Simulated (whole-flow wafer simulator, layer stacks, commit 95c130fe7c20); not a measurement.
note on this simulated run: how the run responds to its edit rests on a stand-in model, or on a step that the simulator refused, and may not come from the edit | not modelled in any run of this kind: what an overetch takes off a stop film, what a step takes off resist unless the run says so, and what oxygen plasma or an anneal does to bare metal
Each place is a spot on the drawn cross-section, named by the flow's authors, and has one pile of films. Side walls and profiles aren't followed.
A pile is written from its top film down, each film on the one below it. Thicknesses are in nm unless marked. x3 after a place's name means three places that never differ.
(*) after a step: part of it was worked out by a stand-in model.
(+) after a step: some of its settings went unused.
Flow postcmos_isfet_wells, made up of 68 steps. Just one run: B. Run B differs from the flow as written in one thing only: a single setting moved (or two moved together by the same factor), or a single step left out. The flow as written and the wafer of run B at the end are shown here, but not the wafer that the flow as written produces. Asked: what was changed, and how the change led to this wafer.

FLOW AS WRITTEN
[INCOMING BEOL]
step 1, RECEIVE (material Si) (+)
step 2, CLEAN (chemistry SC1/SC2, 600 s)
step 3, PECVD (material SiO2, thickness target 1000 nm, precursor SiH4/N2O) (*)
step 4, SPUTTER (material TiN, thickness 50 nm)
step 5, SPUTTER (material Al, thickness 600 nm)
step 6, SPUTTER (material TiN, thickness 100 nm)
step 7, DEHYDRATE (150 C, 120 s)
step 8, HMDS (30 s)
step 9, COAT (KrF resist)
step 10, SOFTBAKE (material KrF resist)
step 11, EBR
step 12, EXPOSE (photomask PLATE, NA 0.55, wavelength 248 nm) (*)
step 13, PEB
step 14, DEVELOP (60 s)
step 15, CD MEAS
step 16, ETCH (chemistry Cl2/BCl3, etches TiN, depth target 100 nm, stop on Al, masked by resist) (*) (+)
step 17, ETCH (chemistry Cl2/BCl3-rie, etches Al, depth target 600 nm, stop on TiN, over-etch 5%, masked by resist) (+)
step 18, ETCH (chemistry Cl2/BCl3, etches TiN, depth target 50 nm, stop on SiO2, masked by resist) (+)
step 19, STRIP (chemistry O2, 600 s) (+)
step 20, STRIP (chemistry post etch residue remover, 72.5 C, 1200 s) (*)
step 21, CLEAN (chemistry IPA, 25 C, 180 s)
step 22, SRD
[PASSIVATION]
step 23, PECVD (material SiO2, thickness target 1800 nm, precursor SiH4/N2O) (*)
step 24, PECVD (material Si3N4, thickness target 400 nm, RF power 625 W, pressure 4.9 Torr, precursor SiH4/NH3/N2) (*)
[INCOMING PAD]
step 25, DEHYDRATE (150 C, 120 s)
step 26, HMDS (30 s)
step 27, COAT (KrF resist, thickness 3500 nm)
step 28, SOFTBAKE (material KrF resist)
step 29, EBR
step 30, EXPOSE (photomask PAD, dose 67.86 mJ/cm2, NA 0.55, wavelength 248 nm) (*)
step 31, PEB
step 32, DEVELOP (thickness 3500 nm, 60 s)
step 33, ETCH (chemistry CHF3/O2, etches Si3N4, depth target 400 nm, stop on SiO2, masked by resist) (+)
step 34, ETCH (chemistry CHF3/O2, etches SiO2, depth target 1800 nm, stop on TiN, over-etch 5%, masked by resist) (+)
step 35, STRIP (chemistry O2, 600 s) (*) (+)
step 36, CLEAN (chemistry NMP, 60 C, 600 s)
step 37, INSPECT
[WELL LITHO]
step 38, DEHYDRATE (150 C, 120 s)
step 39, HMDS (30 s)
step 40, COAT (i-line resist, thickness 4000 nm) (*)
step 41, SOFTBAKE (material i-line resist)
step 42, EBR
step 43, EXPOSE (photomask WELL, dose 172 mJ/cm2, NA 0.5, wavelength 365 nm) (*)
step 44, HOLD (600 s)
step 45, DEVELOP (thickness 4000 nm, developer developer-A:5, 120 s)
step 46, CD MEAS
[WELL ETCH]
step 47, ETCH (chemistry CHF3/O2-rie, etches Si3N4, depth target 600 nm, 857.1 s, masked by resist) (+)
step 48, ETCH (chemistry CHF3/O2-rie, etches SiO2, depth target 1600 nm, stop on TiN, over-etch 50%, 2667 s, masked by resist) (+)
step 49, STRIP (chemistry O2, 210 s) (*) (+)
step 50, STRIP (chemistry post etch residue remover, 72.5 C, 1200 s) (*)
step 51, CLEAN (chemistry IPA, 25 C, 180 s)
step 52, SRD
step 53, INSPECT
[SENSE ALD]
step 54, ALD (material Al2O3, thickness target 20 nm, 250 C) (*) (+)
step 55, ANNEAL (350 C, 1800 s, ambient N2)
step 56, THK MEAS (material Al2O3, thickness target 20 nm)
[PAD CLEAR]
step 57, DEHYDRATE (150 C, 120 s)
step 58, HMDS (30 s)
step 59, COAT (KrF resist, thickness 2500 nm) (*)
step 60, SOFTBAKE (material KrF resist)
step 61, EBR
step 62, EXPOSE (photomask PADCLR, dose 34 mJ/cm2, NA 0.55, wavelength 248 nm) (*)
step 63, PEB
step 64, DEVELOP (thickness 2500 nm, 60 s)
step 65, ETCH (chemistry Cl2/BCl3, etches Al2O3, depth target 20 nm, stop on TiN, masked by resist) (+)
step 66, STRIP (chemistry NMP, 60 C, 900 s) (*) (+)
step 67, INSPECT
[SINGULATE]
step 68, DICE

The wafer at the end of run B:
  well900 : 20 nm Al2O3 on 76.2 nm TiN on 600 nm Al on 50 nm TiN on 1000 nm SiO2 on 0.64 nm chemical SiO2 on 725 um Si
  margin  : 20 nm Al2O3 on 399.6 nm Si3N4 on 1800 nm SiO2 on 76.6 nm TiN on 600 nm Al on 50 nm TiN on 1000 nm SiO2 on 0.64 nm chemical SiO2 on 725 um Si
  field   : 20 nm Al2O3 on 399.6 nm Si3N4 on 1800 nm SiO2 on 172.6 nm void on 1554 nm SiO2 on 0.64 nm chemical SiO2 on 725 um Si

Cause: step 6, SPUTTER: thickness 77 nm was run, while the flow as written has thickness 100 nm.

How this came from the change, step by step:
  step 6, SPUTTER (material TiN, thickness 100 nm)
      field, margin, well900, well1300 x3, pad_rim, pad_clr, pad_open: TiN gains 77 (new film) (as written it would have been: TiN gains 100 (new film))
  step 16, ETCH (chemistry Cl2/BCl3, etches TiN, depth target 100 nm, stop on Al, masked by resist) (*) (+)
      field: TiN loses 77 (all of it) (as written it would have been: TiN loses 100 (all of it))
  step 23, PECVD (material SiO2, thickness target 1800 nm, precursor SiH4/N2O) (*)
      field: SiO2 gains 1800 (new film), void gains 172.6 (new film), SiO2 gains 554 (as written it would have been: SiO2 gains 1800 (new film), void gains 189.9 (new film), SiO2 gains 559.7)
